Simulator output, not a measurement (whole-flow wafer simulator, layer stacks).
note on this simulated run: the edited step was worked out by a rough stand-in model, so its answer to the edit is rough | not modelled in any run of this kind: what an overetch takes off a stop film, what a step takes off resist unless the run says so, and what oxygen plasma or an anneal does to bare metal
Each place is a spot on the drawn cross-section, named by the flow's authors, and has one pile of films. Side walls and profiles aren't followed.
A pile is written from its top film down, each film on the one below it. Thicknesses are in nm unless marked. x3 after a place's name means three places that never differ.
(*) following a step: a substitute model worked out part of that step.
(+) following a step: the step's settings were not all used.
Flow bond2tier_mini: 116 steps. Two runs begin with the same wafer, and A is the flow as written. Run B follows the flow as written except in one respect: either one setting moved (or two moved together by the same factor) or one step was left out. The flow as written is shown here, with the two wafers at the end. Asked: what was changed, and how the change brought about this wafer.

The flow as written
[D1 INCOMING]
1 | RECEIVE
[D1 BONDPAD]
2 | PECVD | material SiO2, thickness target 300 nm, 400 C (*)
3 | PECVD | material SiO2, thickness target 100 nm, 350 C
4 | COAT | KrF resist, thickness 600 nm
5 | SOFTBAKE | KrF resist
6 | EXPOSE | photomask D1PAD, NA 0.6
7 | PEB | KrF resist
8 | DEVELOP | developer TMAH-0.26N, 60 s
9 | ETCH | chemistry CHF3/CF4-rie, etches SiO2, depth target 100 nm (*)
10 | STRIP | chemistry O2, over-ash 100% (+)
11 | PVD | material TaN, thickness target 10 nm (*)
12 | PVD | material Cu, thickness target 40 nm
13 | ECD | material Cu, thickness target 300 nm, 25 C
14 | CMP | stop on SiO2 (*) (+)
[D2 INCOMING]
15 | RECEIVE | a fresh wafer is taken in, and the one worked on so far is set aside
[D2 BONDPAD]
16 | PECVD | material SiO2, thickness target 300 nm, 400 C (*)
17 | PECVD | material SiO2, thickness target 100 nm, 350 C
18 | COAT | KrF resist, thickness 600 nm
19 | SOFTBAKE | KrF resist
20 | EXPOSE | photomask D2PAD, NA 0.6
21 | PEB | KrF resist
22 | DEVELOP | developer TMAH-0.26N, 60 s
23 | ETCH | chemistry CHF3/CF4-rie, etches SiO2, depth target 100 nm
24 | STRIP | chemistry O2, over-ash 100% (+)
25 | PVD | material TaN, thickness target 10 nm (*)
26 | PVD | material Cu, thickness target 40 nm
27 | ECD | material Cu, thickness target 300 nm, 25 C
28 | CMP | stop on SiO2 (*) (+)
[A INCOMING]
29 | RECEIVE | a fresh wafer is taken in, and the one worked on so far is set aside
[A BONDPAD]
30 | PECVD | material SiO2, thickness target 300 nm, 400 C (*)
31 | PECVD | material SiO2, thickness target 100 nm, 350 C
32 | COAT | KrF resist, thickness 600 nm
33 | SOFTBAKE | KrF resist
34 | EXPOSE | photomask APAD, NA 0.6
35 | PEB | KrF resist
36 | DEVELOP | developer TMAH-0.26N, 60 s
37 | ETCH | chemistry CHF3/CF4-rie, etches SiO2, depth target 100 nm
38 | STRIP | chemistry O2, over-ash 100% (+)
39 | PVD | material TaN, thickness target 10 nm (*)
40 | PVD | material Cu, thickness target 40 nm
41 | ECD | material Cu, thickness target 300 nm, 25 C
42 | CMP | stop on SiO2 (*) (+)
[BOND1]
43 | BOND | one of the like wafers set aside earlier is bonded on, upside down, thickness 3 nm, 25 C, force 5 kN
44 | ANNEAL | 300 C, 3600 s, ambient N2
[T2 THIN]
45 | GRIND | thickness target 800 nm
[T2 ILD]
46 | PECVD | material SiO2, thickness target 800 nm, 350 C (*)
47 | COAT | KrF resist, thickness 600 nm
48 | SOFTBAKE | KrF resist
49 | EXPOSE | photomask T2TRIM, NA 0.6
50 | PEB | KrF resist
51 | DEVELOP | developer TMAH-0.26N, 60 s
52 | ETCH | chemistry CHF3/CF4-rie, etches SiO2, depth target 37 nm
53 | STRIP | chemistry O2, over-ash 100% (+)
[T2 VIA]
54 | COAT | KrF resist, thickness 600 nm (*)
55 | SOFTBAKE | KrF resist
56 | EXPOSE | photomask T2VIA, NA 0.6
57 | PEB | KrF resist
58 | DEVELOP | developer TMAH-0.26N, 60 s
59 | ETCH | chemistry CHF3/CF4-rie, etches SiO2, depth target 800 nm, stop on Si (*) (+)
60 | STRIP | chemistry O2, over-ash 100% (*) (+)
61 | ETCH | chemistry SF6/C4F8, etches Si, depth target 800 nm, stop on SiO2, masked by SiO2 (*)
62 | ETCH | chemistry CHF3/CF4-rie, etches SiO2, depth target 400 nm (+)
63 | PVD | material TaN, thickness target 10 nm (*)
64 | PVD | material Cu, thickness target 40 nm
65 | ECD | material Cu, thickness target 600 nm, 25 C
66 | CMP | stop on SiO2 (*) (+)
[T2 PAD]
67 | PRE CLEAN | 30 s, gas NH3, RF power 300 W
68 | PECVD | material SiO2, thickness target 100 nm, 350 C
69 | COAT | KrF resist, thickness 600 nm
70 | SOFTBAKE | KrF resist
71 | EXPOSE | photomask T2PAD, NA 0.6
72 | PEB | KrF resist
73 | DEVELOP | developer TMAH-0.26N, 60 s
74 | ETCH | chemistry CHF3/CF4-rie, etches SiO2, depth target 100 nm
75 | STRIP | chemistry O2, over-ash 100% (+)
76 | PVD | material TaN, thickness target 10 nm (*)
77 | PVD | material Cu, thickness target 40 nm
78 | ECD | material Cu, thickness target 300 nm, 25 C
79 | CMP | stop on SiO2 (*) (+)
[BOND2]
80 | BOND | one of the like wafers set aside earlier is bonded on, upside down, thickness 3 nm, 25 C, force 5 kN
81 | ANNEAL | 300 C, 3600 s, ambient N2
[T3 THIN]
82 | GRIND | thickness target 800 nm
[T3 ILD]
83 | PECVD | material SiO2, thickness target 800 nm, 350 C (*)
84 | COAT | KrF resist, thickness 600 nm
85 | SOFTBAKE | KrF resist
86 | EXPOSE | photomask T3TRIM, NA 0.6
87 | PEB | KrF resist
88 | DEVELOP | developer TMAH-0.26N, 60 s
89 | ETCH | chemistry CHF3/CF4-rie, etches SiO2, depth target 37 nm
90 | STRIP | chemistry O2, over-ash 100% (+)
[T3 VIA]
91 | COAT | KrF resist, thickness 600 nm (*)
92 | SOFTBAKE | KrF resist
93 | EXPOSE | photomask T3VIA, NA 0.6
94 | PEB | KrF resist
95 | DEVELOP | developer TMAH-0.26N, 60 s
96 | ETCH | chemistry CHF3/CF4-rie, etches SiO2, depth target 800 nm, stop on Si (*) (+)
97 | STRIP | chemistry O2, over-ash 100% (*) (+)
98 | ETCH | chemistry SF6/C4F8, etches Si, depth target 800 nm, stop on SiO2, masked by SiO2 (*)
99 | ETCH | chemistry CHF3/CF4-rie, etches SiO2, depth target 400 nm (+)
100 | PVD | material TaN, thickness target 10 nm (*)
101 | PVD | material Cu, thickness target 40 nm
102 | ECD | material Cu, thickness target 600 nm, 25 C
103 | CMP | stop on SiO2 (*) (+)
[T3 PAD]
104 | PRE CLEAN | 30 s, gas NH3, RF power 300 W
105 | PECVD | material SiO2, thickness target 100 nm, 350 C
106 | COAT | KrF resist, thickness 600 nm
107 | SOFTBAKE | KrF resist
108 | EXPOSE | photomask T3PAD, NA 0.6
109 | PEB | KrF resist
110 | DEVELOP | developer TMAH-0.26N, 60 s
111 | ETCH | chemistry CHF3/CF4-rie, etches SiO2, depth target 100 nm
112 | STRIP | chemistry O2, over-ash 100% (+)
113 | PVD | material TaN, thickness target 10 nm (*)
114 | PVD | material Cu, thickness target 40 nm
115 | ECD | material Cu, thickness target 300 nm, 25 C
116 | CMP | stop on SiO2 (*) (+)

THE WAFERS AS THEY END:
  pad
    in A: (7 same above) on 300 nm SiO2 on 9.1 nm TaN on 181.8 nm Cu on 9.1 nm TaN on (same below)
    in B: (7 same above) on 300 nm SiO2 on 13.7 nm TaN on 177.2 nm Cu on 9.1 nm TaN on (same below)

What caused this: step 25, PVD: thickness target 15 nm was run, whereas the flow has thickness target 10 nm.

Step by step, how the change led to this:
  25 | PVD | material TaN, thickness target 10 nm (*)
      field: A +10 TaN (new film) | B +15 TaN (new film)
      pad: A +9.1 TaN (new film) | B +13.7 TaN (new film)
      (as well as at 1 more place)
  28 | CMP | stop on SiO2 (*) (+)
      field: A -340 Cu (all of it), -10 TaN (all of it) | B -340 Cu (all of it), -15 TaN (all of it)
  80 | BOND | one of the like wafers set aside earlier is bonded on, upside down, thickness 3 nm, 25 C, force 5 kN
      pad: A +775 um Si (new film), +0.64 chemical SiO2 (new film), +300 SiO2 (new film), +9.1 TaN (new film), +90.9 Cu | B +775 um Si (new film), +0.64 chemical SiO2 (new film), +300 SiO2 (new film), +13.7 TaN (new film), +86.3 Cu
